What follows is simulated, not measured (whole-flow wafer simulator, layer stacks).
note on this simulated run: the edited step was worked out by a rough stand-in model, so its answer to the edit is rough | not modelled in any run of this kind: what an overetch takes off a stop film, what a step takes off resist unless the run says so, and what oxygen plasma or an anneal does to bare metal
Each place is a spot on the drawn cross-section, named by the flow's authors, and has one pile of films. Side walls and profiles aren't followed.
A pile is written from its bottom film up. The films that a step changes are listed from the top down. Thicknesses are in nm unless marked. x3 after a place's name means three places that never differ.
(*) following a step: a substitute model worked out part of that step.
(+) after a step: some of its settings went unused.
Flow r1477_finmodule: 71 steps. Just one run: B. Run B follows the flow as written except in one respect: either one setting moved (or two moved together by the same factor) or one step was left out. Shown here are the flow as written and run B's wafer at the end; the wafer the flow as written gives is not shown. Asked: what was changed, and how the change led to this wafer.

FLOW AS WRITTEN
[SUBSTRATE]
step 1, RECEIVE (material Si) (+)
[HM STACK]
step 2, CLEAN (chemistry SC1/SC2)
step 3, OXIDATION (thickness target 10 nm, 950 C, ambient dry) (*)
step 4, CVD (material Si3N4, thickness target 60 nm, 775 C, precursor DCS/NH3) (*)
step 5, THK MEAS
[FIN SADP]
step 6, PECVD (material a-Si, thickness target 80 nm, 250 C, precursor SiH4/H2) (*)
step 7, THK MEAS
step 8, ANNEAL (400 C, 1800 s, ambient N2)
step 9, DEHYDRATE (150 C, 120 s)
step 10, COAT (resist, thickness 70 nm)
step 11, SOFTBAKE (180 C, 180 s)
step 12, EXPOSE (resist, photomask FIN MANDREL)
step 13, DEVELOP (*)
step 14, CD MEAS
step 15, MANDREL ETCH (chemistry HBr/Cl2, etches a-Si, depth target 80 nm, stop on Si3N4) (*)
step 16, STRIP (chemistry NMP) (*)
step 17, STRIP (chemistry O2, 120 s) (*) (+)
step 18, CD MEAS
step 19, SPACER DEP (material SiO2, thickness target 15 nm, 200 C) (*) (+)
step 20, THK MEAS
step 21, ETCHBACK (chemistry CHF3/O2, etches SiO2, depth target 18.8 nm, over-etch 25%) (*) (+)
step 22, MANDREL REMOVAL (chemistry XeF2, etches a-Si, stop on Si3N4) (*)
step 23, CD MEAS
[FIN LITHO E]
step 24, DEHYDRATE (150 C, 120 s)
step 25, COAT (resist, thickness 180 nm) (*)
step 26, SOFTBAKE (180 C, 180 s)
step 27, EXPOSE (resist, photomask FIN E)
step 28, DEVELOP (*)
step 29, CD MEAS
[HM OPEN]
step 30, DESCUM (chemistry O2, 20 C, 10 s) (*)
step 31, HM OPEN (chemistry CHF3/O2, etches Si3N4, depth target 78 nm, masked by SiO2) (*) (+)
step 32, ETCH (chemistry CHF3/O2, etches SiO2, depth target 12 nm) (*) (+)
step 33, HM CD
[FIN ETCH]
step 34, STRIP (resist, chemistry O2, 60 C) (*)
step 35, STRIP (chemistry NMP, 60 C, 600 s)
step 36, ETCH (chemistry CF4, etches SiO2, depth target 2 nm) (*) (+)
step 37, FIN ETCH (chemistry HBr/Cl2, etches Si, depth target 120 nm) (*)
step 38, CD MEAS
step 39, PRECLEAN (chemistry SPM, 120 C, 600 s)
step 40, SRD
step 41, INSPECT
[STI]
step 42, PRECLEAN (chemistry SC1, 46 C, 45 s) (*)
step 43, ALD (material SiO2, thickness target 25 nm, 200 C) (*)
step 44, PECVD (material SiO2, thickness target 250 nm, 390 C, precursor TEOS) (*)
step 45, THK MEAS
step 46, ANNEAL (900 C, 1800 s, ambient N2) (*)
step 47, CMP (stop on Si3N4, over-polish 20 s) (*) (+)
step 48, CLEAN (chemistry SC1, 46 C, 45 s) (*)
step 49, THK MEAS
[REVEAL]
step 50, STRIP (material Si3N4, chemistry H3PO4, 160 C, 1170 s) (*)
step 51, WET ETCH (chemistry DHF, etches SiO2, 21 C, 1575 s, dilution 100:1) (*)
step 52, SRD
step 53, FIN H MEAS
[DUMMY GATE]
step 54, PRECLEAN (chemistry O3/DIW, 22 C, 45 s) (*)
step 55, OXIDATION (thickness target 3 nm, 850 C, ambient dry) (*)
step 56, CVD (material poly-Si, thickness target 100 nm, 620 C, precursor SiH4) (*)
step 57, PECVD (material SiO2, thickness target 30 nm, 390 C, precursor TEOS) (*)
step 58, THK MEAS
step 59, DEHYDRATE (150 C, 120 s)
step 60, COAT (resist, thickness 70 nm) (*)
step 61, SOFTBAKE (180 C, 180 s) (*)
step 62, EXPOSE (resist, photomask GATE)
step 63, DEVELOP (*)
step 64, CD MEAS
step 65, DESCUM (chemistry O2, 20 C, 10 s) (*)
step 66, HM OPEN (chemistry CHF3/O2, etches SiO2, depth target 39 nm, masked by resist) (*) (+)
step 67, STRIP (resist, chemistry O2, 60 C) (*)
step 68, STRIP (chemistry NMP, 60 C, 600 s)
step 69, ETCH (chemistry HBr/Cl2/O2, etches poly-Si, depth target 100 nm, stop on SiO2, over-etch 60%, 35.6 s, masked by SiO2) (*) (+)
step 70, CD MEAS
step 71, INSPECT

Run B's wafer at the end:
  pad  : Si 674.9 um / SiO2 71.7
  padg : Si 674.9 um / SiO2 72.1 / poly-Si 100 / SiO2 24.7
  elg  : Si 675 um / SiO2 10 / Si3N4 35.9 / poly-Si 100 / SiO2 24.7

What caused this: step 37, FIN ETCH: depth target 88.8 nm was run, though the flow has depth target 120 nm.

How this came from the change, step by step:
  step 37, FIN ETCH (chemistry HBr/Cl2, etches Si, depth target 120 nm) (*)
      pad, padg, esg and 19 more: -88.8 Si (as written it would have been: -120 Si)
      elg, e40lg, e100lg, e200lg, elo, e40lo, e100lo, e200lo: -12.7 Si3N4 (as written it would have been: -17.1 Si3N4)
      (and at 6 other places as well)
  step 43, ALD (material SiO2, thickness target 25 nm, 200 C) (*)
      s40cg, s45cg, s50cg, s40co, s45co, s50co: +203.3 SiO2 (new film) (as written it would have been: +232.1 SiO2 (new film))
      esg: +167.5 SiO2 (new film) (as written it would have been: +194.3 SiO2 (new film))
  step 47, CMP (stop on Si3N4, over-polish 20 s) (*) (+)
      pad, padg, e40sg and 11 more: -103 SiO2 (as written it would have been: -71.8 SiO2)
      eso: -103.6 SiO2 (as written it would have been: -72.4 SiO2)
  step 51, WET ETCH (chemistry DHF, etches SiO2, 21 C, 1575 s, dilution 100:1) (*)
      elg, e40lg, e100lg, e200lg, elo, e40lo, e100lo, e200lo: -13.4 SiO2 (all of it), -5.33 Si3N4 (as written it would have been: -17.8 SiO2 (all of it), -4.97 Si3N4)
  step 56, CVD (material poly-Si, thickness target 100 nm, 620 C, precursor SiH4) (*)
      esg: +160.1 poly-Si (new film) (as written it would have been: +156 poly-Si (new film))
  step 60, COAT (resist, thickness 70 nm) (*)
      e40sg, eso, e40so: +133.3 resist (new film) (as written it would have been: +129.5 resist (new film))
      e100sg, e100so: +133.3 resist (new film) (as written it would have been: +129.4 resist (new film))
      (and at 2 other places as well)
  step 63, DEVELOP (*)
      eso, e40so: -133.3 resist (all of it) (as written it would have been: -129.5 resist (all of it))
      e100so: -133.3 resist (all of it) (as written it would have been: -129.4 resist (all of it))
      (and at 1 other place as well)
  step 67, STRIP (resist, chemistry O2, 60 C) (*)
      e40sg: -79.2 resist (all of it) (as written it would have been: -75.4 resist (all of it))
      e100sg: -79.2 resist (all of it) (as written it would have been: -75.3 resist (all of it))
      (and at 1 other place as well)
